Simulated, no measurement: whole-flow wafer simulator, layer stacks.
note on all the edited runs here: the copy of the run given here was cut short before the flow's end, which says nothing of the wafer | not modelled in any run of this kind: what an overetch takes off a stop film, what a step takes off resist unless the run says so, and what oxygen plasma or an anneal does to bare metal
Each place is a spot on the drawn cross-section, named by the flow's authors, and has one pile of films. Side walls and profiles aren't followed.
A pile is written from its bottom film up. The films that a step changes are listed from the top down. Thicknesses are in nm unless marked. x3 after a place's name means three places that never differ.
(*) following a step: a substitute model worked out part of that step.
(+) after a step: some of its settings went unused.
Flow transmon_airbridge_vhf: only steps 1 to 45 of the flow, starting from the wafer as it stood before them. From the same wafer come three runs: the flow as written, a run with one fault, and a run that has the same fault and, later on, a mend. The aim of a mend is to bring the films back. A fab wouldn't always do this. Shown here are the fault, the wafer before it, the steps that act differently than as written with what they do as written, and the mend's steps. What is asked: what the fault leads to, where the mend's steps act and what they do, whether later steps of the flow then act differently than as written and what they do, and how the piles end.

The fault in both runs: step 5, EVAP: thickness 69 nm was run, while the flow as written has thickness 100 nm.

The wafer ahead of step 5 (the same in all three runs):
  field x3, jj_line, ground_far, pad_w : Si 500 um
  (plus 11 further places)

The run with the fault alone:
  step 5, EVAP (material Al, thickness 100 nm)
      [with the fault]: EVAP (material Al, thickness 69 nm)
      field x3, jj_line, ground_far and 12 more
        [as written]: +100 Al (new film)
        [with the fault]: +69 Al (new film)
  Later steps of the flow acting differently than as written (16 other steps are not shown; they differ only slightly, by no more than 2% or 0.5 nm, whichever is larger):
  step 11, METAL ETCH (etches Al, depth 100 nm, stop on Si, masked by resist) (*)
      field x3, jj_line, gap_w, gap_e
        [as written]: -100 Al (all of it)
        [with the fault]: -69 Al (all of it)
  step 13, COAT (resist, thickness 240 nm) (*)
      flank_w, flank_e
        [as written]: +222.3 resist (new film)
        [with the fault]: +227.4 resist (new film)
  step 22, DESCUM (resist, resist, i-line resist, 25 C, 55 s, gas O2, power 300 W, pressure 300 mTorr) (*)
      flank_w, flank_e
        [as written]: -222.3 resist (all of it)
        [with the fault]: -227.4 resist (all of it)
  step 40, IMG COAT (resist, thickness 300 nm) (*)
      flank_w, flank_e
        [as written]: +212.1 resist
        [with the fault]: +216.5 resist
  At ground_far, pad_w, flank_w and 8 more, the piles at the end differ from the flow's by more than 2% or 0.5 nm, whichever is larger.
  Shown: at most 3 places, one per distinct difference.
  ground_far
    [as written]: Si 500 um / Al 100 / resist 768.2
    [with the fault]: Si 500 um / Al 69 / resist 768.2
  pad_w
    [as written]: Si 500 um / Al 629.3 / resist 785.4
    [with the fault]: Si 500 um / Al 598.3 / resist 786.1
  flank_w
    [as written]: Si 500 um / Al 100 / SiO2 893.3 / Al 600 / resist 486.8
    [with the fault]: Si 500 um / Al 69 / SiO2 893.2 / Al 600 / resist 492.7

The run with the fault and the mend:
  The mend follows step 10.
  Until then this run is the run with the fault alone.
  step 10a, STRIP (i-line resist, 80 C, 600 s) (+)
      ground_far, pad_w, flank_w and 8 more
        -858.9 i-line resist (all of it)
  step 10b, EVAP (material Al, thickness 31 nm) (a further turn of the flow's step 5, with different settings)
      field x3, jj_line, ground_far and 12 more
        +31 Al
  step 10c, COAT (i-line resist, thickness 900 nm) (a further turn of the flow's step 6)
      field x3, jj_line, ground_far and 12 more
        +900 i-line resist (new film)
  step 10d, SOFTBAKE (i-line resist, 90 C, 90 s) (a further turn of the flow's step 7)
      does not change any film at any place that is followed
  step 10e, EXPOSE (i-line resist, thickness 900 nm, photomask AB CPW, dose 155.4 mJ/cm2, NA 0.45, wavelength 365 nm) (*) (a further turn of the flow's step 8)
      does not change any film at any place that is followed
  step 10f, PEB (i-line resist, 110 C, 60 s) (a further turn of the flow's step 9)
      field x3, jj_line, ground_far and 12 more
        -41 i-line resist
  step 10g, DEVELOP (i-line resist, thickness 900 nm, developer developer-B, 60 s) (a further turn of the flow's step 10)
      ground_far, pad_w, flank_w and 8 more
        -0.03 i-line resist
      field x3, jj_line, gap_w, gap_e
        -859 i-line resist (all of it)
  Every later step of the flow that is run acts as written at every place that is followed.
  By the end, the piles equal the flow's at every place that both follow.
